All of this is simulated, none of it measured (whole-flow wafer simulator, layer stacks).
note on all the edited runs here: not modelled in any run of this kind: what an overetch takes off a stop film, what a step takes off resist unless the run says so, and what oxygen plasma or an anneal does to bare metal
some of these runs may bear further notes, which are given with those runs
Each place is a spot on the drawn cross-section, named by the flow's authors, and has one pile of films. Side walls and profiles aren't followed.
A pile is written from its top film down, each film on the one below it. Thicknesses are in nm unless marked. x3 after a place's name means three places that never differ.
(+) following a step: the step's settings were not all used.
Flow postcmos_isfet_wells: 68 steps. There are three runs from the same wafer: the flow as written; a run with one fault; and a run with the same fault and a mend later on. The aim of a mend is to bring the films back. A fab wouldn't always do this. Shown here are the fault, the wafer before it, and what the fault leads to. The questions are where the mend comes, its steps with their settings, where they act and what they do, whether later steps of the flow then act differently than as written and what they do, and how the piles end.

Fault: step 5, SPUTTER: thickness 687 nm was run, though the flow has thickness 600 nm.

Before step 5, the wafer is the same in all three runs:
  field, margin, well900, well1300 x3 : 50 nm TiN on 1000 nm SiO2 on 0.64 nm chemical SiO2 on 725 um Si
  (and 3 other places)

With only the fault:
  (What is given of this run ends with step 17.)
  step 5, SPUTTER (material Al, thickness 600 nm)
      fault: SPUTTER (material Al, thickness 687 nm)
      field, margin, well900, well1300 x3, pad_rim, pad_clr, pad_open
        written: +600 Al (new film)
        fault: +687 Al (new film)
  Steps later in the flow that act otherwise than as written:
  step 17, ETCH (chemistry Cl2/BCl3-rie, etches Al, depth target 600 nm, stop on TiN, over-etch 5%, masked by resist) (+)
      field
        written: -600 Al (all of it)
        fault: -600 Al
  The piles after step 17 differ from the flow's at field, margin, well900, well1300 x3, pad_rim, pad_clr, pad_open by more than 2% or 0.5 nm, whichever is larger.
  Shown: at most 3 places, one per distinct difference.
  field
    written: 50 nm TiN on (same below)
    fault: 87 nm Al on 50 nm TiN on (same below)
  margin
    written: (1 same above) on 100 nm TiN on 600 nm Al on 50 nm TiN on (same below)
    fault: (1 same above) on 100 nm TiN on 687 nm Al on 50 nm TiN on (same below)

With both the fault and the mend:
  After step 5 comes the mend.
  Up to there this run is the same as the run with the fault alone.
  step 5a, ETCH (chemistry al pan, depth target 790 nm)
      field, margin, well900, well1300 x3, pad_rim, pad_clr, pad_open
        -687 Al (all of it)
  step 5b, SPUTTER (material Al, thickness 600 nm) (the flow's step 5, run once more)
      field, margin, well900, well1300 x3, pad_rim, pad_clr, pad_open
        +600 Al (new film)
  Every later step of the flow that is run acts as written at every place that is followed.
  At every place that both follow, the piles at the end match the flow's.
